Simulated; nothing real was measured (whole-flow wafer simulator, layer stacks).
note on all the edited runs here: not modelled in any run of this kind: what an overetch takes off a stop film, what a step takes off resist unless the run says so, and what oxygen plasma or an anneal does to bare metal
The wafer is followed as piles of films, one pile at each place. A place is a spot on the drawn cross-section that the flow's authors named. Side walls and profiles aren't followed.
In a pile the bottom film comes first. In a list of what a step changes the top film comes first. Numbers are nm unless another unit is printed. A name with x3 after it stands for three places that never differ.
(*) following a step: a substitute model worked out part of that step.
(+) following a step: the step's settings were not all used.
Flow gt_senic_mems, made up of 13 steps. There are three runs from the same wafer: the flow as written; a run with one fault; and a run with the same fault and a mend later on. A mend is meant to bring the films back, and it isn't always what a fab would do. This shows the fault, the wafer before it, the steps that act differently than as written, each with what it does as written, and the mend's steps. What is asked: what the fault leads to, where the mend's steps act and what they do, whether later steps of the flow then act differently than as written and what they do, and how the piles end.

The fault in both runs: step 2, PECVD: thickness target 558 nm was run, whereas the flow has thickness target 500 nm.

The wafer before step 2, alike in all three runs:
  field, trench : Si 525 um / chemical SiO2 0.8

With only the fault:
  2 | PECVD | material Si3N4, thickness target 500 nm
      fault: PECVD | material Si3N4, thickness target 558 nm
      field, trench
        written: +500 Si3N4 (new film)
        fault: +558 Si3N4 (new film)
  Steps later in the flow that act otherwise than as written (1 more step, not shown, differs only slightly: by at most 2% or 0.5 nm, whichever is larger):
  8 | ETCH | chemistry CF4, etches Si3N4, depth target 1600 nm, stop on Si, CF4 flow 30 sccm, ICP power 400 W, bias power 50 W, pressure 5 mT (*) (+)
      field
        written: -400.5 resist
        fault: -439.2 resist
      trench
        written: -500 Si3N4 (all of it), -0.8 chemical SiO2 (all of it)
        fault: -558 Si3N4 (all of it), -0.8 chemical SiO2 (all of it)
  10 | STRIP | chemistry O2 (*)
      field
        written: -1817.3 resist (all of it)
        fault: -1778.6 resist (all of it)
  At field, the piles at the end differ from the flow's by more than 2% or 0.5 nm, whichever is larger.
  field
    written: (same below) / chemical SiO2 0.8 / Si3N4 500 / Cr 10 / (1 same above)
    fault: (same below) / chemical SiO2 0.8 / Si3N4 558 / Cr 10 / (1 same above)

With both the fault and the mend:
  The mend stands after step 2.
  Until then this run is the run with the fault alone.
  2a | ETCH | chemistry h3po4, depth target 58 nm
      field, trench
        -58 Si3N4
  Every later step of the flow that is run acts as written at every place that is followed.
  By the end, the piles equal the flow's at every place that both follow.
